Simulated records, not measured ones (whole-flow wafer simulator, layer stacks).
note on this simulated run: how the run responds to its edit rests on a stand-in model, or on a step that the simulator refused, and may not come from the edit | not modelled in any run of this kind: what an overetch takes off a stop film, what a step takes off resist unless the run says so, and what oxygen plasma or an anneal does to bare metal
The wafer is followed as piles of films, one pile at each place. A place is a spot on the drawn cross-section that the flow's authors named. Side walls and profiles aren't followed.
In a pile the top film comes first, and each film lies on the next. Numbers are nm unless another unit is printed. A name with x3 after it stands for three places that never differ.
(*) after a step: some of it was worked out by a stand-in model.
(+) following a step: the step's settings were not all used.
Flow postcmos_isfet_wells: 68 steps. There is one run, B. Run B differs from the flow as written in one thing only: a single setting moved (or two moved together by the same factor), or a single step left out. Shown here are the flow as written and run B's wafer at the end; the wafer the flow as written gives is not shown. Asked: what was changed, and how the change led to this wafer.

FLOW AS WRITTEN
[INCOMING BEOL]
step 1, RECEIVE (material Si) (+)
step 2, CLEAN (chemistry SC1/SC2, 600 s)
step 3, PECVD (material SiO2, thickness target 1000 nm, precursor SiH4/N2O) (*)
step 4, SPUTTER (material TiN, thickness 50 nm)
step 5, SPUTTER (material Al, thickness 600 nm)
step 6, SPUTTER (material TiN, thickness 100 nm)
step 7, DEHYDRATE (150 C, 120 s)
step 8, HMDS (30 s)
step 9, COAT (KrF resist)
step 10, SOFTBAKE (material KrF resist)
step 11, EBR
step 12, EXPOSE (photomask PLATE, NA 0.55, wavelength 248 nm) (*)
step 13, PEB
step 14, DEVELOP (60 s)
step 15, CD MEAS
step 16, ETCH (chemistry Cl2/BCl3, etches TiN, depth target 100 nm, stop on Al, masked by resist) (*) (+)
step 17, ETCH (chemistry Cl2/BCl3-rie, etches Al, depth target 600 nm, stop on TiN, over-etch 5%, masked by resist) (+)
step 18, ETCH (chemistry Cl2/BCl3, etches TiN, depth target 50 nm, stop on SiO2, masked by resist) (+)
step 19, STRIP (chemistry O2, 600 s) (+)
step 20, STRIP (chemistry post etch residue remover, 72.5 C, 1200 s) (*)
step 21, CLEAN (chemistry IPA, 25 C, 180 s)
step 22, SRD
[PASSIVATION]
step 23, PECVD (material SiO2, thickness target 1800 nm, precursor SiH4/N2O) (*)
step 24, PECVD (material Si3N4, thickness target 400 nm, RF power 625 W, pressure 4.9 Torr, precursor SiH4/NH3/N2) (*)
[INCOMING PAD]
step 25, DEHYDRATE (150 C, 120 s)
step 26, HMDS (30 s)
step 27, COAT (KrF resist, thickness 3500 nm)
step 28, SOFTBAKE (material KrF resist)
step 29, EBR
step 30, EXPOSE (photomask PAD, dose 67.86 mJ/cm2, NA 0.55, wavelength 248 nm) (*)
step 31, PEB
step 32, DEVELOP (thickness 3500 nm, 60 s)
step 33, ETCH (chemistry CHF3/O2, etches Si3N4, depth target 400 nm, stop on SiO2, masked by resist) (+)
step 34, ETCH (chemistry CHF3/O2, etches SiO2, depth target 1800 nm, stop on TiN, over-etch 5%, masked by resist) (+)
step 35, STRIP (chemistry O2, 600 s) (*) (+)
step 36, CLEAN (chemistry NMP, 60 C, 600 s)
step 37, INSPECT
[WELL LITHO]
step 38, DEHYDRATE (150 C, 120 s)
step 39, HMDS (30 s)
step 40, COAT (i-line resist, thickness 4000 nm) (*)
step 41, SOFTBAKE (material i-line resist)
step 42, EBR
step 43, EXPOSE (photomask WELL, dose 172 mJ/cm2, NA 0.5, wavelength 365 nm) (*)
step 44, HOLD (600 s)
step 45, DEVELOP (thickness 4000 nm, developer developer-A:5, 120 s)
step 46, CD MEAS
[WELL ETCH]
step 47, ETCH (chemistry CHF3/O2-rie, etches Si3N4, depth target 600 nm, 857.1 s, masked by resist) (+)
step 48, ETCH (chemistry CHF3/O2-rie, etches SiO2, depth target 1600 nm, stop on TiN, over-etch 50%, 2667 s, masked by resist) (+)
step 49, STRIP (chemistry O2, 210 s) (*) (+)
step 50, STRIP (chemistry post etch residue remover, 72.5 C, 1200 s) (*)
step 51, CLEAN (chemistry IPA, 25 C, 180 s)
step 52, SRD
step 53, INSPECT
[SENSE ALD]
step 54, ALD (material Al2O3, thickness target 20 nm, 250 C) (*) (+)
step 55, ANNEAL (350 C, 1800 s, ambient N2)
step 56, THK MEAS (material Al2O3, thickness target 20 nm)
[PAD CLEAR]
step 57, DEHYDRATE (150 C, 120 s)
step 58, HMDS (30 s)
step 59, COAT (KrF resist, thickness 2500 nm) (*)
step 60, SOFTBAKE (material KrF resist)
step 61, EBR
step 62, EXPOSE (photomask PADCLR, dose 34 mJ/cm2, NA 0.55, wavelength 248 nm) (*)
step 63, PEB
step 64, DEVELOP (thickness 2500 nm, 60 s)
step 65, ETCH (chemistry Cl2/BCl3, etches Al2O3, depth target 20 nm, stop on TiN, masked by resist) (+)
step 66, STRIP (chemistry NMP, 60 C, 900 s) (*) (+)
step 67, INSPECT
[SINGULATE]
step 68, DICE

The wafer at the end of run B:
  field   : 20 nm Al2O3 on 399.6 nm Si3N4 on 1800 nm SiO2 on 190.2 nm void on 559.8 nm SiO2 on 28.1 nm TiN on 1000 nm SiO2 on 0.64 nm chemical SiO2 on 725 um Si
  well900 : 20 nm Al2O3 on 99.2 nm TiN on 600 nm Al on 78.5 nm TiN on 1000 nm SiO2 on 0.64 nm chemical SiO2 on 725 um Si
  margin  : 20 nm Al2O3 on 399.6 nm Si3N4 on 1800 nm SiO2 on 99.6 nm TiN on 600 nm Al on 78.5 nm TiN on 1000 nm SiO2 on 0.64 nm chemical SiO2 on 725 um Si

Cause: step 4, SPUTTER: thickness 78.5 nm was run, whereas the flow has thickness 50 nm.
The wafer lets one read it off: well900 has TiN 78.5, and step 4 as written asks for 50 nm.

Step by step, how the change led to this:
  step 4, SPUTTER (material TiN, thickness 50 nm)
      field, margin, well900, well1300 x3, pad_rim, pad_clr, pad_open: +78.5 TiN (new film) (as written it would have been: +50 TiN (new film))
  step 18, ETCH (chemistry Cl2/BCl3, etches TiN, depth target 50 nm, stop on SiO2, masked by resist) (+)
      field: -50 TiN (as written it would have been: -50 TiN (all of it))
  step 23, PECVD (material SiO2, thickness target 1800 nm, precursor SiH4/N2O) (*)
      field: +1800 SiO2 (new film), +190.2 void (new film), +559.8 SiO2 (new film) (as written it would have been: +1800 SiO2 (new film), +189.9 void (new film), +559.7 SiO2)
With metal films that touch counted as one body, field has 1 body; the flow as written gives 0 bodies.
